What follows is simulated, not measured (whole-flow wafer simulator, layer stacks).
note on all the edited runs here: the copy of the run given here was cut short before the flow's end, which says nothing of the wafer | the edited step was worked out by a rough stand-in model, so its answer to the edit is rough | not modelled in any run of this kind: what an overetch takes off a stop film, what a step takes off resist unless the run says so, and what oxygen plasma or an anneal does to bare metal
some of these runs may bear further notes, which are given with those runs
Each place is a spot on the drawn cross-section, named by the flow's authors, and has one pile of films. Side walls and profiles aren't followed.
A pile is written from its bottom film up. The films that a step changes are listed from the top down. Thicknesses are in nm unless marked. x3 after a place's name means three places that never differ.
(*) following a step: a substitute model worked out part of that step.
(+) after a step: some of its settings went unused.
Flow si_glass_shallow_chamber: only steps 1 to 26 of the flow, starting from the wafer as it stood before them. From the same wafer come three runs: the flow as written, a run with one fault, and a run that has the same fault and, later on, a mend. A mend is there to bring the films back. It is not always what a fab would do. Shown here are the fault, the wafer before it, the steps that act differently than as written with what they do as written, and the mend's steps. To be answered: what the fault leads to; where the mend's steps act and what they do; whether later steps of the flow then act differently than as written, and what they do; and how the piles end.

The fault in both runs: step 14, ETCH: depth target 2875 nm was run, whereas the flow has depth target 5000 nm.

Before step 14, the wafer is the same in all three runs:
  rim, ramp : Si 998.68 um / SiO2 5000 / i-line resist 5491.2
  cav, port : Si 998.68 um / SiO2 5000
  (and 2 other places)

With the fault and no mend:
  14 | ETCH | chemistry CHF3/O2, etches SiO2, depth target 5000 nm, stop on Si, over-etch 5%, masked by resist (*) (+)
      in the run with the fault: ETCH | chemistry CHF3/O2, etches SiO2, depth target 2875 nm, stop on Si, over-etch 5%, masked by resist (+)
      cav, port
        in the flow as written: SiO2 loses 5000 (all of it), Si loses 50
        in the run with the fault: SiO2 loses 3018.8
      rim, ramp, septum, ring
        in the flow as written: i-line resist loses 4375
        in the run with the fault: i-line resist loses 2515.6
  Later steps of the flow acting differently than as written:
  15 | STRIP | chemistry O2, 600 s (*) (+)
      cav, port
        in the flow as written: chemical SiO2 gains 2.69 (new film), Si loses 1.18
        in the run with the fault: nothing
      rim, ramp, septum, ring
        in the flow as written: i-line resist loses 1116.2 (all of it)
        in the run with the fault: i-line resist loses 2975.5 (all of it)
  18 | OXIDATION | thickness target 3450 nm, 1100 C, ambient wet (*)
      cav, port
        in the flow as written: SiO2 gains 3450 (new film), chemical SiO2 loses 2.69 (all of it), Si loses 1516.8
        in the run with the fault: SiO2 gains 2029.6, Si loses 893
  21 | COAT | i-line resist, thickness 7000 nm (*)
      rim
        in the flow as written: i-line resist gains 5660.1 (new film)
        in the run with the fault: i-line resist gains 6090.1 (new film)
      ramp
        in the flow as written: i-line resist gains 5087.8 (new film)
        in the run with the fault: i-line resist gains 5688.4 (new film)
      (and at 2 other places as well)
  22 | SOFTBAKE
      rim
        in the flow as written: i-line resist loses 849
        in the run with the fault: i-line resist loses 603.2
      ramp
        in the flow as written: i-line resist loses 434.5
        in the run with the fault: i-line resist loses 281.5
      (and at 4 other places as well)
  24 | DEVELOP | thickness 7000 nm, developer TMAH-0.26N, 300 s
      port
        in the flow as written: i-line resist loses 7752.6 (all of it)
        in the run with the fault: i-line resist loses 7540.7 (all of it)
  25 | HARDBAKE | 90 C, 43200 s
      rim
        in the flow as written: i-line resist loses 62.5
        in the run with the fault: i-line resist loses 87.9
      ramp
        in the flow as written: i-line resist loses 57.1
        in the run with the fault: i-line resist loses 84.7
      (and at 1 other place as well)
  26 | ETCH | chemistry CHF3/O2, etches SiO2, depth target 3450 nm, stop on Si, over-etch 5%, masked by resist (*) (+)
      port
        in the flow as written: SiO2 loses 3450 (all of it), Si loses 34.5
        in the run with the fault: SiO2 loses 3622.5
  The piles end different from the flow's at rim, ramp, cav, port by more than 2% or 0.5 nm, whichever is larger.
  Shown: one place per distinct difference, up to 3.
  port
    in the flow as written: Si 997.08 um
    in the run with the fault: Si 997.79 um / SiO2 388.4
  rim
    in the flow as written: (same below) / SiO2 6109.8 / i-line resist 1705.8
    in the run with the fault: (same below) / SiO2 6109.8 / i-line resist 2356.3
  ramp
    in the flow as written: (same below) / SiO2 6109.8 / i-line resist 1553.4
    in the run with the fault: (same below) / SiO2 6109.8 / i-line resist 2279.4

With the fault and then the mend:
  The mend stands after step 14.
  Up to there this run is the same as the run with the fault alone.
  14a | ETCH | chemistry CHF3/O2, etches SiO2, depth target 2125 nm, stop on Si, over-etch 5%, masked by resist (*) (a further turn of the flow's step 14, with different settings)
      rim, ramp, septum, ring
        i-line resist loses 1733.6
      cav, port
        SiO2 loses 1981.2 (all of it), Si loses 50
  Later steps of the flow acting differently than as written:
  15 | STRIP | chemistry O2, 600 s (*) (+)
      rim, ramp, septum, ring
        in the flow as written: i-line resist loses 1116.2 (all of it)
        in the run with the mend: i-line resist loses 1241.9 (all of it)
  The piles end the same as the flow's at every place that both follow.
